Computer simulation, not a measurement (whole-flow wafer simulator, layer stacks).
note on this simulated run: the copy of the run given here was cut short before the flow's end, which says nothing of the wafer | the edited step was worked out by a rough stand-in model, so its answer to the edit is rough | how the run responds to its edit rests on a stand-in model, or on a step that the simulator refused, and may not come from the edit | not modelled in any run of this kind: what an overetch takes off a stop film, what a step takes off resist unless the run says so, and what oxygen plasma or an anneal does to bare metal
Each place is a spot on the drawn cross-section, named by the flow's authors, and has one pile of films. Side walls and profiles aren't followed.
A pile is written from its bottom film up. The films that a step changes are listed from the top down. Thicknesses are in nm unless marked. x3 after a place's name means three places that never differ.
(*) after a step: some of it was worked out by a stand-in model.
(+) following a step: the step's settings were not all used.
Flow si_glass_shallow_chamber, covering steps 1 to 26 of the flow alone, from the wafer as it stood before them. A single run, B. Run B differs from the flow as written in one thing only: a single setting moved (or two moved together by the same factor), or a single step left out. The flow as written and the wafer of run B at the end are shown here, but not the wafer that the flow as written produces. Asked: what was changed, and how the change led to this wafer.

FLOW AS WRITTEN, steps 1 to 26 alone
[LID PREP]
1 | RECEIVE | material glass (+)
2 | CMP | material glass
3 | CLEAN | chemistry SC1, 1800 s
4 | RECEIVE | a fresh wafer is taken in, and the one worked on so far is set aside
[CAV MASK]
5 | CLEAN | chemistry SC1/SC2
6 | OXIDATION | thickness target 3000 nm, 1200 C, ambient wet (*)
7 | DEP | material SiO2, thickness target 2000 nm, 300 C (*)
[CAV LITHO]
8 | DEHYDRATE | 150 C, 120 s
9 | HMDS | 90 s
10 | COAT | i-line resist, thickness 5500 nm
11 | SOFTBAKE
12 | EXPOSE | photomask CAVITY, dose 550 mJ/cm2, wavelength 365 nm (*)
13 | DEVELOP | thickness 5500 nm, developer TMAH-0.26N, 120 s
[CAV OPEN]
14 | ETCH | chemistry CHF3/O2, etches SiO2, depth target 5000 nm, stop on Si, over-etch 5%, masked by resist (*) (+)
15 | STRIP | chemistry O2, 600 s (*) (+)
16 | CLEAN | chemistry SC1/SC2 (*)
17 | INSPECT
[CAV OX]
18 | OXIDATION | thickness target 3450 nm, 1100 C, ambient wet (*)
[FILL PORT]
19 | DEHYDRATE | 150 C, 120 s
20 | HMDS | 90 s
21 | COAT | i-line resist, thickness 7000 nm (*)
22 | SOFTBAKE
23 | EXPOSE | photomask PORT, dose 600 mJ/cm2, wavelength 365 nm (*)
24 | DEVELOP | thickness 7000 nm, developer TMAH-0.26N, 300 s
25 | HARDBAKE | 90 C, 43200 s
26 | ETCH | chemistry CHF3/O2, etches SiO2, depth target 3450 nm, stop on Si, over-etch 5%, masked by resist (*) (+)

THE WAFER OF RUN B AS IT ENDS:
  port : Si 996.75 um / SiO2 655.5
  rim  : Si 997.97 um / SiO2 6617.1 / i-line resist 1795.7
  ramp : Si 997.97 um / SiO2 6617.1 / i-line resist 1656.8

The reason: step 18, OXIDATION: thickness target 4278 nm was run, though the flow has thickness target 3450 nm.

The path from the change to this, step by step:
  18 | OXIDATION | thickness target 3450 nm, 1100 C, ambient wet (*)
      rim, ramp, septum, ring: SiO2 gains 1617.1, Si loses 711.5 (in the flow as written it would be: SiO2 gains 1109.8, Si loses 488.3)
      cav, port: SiO2 gains 4278 (new film), chemical SiO2 loses 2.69 (all of it), Si loses 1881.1 (in the flow as written it would be: SiO2 gains 3450 (new film), chemical SiO2 loses 2.69 (all of it), Si loses 1516.8)
  22 | SOFTBAKE
      rim: i-line resist loses 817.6 (in the flow as written it would be: i-line resist loses 849)
      ramp: i-line resist loses 413 (in the flow as written it would be: i-line resist loses 434.5)
      (and at 3 other places as well)
  25 | HARDBAKE | 90 C, 43200 s
      rim: i-line resist loses 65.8 (in the flow as written it would be: i-line resist loses 62.5)
      ramp: i-line resist loses 60.7 (in the flow as written it would be: i-line resist loses 57.1)
  26 | ETCH | chemistry CHF3/O2, etches SiO2, depth target 3450 nm, stop on Si, over-etch 5%, masked by resist (*) (+)
      port: SiO2 loses 3622.5 (in the flow as written it would be: SiO2 loses 3450 (all of it), Si loses 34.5)
